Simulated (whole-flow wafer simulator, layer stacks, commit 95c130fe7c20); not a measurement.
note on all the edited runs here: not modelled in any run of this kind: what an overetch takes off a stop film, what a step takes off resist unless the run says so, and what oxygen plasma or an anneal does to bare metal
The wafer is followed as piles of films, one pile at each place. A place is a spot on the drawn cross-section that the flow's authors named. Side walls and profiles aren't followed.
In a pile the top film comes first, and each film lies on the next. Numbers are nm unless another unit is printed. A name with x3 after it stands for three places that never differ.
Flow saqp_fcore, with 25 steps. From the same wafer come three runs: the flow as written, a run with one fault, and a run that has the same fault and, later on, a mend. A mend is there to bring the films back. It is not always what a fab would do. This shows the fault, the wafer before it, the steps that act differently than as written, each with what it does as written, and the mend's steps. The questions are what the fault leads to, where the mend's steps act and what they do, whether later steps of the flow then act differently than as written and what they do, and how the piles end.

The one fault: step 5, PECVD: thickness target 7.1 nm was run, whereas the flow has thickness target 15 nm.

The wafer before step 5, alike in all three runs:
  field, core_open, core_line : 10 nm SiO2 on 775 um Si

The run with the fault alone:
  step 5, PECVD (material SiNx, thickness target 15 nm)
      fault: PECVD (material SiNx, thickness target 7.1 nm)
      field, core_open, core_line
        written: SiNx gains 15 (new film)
        fault: SiNx gains 7.1 (new film)
  Every later step of the flow that is run acts as written at every place that is followed.
  At field, core_open, core_line, the piles at the end differ from the flow's by more than 2% or 0.5 nm, whichever is larger.
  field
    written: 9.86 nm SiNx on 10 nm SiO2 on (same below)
    fault: 1.96 nm SiNx on 10 nm SiO2 on (same below)
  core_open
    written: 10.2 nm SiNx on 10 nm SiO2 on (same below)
    fault: 2.28 nm SiNx on 10 nm SiO2 on (same below)
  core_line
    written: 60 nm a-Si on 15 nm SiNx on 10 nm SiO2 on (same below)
    fault: 60 nm a-Si on 7.1 nm SiNx on 10 nm SiO2 on (same below)

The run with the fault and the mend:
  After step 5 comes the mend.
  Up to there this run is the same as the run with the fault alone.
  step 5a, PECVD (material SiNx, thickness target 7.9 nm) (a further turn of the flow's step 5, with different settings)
      field, core_open, core_line
        SiNx gains 7.9
  Every later step of the flow that is run acts as written at every place that is followed.
  The piles end the same as the flow's at every place that both follow.
